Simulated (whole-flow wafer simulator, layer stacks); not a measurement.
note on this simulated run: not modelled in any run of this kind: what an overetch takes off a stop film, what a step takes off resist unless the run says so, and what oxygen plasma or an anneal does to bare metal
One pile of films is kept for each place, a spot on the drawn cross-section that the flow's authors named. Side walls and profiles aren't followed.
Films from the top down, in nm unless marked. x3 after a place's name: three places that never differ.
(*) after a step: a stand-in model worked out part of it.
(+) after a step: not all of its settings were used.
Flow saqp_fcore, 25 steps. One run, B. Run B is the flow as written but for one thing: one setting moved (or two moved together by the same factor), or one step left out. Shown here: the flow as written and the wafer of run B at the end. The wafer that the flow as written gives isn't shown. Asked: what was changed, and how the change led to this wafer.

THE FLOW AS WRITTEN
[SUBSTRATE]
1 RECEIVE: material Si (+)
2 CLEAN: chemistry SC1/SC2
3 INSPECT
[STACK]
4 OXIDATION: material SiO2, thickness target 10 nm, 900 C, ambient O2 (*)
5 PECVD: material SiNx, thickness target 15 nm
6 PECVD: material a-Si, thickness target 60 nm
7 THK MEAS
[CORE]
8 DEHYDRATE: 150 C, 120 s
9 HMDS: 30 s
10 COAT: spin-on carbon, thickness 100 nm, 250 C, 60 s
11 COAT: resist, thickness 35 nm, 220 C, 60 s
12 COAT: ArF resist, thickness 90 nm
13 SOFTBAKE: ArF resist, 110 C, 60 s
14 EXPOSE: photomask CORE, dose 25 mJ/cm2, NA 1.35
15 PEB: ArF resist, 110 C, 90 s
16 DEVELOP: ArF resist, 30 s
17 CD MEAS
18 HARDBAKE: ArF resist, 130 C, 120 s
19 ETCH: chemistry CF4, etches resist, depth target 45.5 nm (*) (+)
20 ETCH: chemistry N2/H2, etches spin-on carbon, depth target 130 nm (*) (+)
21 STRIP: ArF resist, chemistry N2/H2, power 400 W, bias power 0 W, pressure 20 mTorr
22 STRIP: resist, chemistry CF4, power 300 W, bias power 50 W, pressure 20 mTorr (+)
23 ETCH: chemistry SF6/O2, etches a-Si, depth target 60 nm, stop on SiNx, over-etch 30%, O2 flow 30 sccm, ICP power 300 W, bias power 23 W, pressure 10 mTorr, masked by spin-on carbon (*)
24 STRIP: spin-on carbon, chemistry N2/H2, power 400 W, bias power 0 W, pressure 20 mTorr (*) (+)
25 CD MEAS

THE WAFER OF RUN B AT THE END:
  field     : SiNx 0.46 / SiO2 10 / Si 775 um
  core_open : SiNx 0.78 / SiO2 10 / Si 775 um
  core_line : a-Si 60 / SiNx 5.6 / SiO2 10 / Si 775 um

The cause: step 5, PECVD: thickness target 5.6 nm was run, where the flow has thickness target 15 nm.
It can be read off the wafer: core_line has SiNx 5.6, and step 5 as written asks for 15 nm.

How the change led to this, step by step:
  5 PECVD: material SiNx, thickness target 15 nm
      field, core_open, core_line: SiNx +5.6 (new film) (as written it would be: SiNx +15 (new film))
